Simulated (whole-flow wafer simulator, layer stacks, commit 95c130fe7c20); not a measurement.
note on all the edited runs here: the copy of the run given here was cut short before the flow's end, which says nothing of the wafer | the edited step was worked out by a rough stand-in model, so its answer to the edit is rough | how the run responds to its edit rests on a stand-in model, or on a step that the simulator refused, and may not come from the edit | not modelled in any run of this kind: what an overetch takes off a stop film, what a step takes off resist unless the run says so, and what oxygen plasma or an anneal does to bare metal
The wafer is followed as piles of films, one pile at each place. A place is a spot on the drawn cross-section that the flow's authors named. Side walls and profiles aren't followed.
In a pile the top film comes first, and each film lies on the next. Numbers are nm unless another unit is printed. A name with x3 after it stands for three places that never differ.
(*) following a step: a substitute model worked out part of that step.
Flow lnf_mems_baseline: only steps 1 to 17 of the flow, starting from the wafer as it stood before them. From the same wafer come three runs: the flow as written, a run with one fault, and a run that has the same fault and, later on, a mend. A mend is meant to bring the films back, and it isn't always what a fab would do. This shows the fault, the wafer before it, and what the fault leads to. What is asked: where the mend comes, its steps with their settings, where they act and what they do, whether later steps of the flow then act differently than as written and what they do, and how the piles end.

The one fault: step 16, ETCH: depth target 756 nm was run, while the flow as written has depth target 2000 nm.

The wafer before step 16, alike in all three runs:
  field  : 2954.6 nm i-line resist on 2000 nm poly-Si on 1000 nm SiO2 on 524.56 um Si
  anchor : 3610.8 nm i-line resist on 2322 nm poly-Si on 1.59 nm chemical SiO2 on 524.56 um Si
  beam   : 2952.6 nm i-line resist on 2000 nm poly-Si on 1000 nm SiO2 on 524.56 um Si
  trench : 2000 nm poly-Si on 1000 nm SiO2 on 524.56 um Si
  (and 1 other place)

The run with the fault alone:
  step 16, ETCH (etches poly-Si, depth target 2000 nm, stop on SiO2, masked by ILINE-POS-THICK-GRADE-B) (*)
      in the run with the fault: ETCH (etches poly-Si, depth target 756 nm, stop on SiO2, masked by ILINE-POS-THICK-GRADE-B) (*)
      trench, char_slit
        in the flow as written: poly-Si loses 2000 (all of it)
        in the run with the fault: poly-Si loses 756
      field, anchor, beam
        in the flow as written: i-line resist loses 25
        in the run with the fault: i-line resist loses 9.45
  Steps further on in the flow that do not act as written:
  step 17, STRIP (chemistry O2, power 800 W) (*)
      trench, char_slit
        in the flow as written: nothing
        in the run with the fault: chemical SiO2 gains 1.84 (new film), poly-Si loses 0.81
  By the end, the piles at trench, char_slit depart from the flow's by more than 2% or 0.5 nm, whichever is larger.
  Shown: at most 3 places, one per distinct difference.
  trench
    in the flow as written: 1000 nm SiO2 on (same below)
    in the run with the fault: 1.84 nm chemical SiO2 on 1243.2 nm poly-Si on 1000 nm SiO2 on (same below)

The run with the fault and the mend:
  After step 16 comes the mend.
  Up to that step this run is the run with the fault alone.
  step 16a, ETCH (etches poly-Si, depth target 1244 nm, stop on SiO2, masked by ILINE-POS-THICK-GRADE-B) (*) (the flow's step 16, run once more with other settings)
      field, anchor
        i-line resist loses 15.6
      trench, char_slit
        poly-Si loses 1244 (all of it)
      beam
        i-line resist loses 15.5
  None of the later steps of the flow acts differently than as written at any place that is followed.
  At every place that both follow, the piles at the end match the flow's.
